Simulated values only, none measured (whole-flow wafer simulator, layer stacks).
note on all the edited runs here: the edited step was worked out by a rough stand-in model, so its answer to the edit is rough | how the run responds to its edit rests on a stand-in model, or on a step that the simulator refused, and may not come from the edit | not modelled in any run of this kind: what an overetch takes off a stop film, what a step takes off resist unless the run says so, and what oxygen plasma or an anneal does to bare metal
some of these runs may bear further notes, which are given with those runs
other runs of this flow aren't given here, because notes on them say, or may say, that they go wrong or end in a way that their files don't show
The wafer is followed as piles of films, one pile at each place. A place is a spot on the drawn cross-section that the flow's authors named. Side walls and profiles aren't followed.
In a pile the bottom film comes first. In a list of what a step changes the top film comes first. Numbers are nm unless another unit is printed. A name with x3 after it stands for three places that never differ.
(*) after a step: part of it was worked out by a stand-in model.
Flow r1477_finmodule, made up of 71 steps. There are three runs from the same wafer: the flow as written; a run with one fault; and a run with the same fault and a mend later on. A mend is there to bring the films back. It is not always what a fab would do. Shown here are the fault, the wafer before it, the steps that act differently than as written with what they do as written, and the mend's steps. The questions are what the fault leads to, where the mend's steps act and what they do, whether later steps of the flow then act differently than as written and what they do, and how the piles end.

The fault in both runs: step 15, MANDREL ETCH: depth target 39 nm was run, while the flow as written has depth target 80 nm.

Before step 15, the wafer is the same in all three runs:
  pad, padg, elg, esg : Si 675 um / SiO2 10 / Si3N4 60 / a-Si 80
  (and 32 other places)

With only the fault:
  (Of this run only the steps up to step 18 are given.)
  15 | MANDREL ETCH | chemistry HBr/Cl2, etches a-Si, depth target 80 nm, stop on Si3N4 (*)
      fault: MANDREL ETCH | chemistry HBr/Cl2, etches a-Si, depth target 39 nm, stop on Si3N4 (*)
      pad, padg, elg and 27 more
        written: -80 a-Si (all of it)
        fault: -39 a-Si
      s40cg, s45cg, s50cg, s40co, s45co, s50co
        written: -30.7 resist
        fault: -15 resist
  Steps further on in the flow that do not act as written:
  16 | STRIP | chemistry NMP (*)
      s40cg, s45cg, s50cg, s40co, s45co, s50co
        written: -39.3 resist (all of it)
        fault: -55 resist (all of it)
  The piles after step 18 differ from the flow's at pad, padg, elg and 27 more by more than 2% or 0.5 nm, whichever is larger.
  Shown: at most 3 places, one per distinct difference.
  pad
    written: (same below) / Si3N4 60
    fault: (same below) / Si3N4 60 / a-Si 41

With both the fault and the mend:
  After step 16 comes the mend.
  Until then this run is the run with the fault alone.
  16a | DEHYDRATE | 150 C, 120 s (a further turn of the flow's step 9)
      leaves every film unchanged at each place that is followed
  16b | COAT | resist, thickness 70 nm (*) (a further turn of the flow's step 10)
      pad, padg, elg and 15 more
        +70 resist (new film)
      s40cg, s40co
        +44.3 resist (new film)
      s40sg, s40so
        +82.7 resist (new film)
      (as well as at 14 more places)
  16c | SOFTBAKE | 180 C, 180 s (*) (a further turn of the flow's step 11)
      leaves every film unchanged at each place that is followed
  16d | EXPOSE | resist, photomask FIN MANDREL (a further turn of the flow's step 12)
      leaves every film unchanged at each place that is followed
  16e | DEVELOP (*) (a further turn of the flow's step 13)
      pad, padg, elg and 15 more
        -70 resist (all of it)
      s40sg, s40so
        -82.7 resist (all of it)
      s40sg_line, s40so_line
        -83 resist (all of it)
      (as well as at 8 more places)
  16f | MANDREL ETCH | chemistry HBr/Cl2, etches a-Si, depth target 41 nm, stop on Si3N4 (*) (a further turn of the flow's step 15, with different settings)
      pad, padg, elg and 27 more
        -41 a-Si (all of it)
      s40cg, s45cg, s50cg, s40co, s45co, s50co
        -15.7 resist
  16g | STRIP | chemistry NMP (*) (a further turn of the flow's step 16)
      s40cg, s40co
        -28.6 resist (all of it)
      s45cg, s45co
        -30.2 resist (all of it)
      s50cg, s50co
        -31.8 resist (all of it)
  Every later step of the flow that is run acts as written at every place that is followed.
  By the end, the piles equal the flow's at every place that both follow.
